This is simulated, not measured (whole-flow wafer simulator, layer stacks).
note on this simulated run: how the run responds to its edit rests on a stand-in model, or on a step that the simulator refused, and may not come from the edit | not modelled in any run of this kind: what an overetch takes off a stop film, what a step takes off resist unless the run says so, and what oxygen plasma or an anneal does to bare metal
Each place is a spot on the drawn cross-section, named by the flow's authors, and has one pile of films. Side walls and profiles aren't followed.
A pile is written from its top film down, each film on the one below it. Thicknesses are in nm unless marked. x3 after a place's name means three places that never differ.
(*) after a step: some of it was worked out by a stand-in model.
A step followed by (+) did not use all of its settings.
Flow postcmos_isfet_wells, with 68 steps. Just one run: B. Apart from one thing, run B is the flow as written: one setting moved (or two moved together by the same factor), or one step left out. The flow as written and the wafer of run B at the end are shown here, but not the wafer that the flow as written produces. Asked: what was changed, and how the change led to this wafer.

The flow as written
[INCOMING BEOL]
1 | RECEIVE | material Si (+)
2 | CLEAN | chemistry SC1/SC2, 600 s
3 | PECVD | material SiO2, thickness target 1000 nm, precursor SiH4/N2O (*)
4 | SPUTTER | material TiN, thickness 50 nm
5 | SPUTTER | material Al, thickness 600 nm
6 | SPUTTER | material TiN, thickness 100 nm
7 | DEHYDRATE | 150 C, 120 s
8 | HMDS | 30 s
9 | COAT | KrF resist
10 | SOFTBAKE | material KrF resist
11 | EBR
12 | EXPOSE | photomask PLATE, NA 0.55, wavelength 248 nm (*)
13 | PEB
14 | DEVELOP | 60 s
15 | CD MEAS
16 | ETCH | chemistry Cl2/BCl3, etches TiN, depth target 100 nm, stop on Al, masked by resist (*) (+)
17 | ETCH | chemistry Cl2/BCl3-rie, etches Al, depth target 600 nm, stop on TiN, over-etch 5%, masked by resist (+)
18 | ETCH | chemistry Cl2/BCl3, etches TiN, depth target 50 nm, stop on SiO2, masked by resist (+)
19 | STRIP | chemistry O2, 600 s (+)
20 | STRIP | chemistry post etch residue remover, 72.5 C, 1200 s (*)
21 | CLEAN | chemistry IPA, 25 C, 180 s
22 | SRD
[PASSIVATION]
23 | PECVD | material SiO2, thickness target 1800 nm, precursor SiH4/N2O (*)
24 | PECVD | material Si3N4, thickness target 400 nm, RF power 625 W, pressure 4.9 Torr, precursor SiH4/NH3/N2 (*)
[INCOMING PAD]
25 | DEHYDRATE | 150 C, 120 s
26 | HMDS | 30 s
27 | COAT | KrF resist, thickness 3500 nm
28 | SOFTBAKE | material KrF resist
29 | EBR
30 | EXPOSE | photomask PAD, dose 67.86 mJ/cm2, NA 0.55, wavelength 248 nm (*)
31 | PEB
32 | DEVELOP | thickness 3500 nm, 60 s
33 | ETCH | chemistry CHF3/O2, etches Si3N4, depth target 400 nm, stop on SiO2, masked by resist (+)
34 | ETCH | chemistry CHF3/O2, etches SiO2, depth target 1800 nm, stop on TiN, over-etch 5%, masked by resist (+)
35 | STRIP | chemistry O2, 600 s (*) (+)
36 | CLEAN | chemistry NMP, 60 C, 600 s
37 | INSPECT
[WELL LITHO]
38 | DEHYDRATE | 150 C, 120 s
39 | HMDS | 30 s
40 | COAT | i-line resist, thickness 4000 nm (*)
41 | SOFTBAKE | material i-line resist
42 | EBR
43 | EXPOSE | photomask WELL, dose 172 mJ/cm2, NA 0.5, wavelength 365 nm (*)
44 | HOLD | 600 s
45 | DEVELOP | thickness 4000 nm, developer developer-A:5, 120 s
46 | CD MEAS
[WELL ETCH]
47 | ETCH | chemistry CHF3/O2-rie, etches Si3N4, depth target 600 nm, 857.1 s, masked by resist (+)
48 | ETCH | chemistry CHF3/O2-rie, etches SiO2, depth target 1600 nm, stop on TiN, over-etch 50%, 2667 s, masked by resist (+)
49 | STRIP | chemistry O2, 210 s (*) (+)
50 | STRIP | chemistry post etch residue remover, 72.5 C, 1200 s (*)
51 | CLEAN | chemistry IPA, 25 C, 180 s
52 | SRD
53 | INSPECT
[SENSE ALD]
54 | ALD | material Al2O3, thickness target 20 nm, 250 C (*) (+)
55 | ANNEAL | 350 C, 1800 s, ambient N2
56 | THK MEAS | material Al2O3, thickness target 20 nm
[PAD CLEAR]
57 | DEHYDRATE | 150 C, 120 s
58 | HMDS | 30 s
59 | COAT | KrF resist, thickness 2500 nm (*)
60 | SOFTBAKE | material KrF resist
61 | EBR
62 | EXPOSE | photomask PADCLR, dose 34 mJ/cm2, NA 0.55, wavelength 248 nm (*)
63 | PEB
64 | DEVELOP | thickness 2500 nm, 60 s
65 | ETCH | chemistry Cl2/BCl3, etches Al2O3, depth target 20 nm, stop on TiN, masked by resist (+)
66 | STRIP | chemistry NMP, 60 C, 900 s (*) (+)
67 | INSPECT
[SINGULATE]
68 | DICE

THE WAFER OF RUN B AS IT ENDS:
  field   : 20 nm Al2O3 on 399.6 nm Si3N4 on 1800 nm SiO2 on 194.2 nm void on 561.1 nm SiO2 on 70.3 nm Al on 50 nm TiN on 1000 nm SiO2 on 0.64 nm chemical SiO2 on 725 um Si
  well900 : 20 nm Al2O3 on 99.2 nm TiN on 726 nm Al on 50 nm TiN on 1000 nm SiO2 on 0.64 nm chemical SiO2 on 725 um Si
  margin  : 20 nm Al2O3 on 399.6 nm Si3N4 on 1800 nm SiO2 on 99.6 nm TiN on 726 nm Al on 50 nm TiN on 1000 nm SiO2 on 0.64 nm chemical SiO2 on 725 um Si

The reason: step 5, SPUTTER: thickness 726 nm was run, whereas the flow has thickness 600 nm.
The wafer itself shows it: well900 has Al 726, and step 5 as written asks for 600 nm.

The path from the change to this, step by step:
  5 | SPUTTER | material Al, thickness 600 nm
      field, margin, well900, well1300 x3, pad_rim, pad_clr, pad_open: Al gains 726 (new film) (it would be, as written: Al gains 600 (new film))
  17 | ETCH | chemistry Cl2/BCl3-rie, etches Al, depth target 600 nm, stop on TiN, over-etch 5%, masked by resist (+)
      field: Al loses 600 (it would be, as written: Al loses 600 (all of it))
  18 | ETCH | chemistry Cl2/BCl3, etches TiN, depth target 50 nm, stop on SiO2, masked by resist (+)
      field: Al loses 50 (it would be, as written: TiN loses 50 (all of it))
  20 | STRIP | chemistry post etch residue remover, 72.5 C, 1200 s (*)
      field: Al loses 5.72 (it would be, as written: nothing)
  23 | PECVD | material SiO2, thickness target 1800 nm, precursor SiH4/N2O (*)
      field: SiO2 gains 1800 (new film), void gains 194.2 (new film), SiO2 gains 561.1 (new film) (it would be, as written: SiO2 gains 1800 (new film), void gains 189.9 (new film), SiO2 gains 559.7)
Taking metal films that touch as one body, field has 1 body; the flow as written gives 0 bodies.
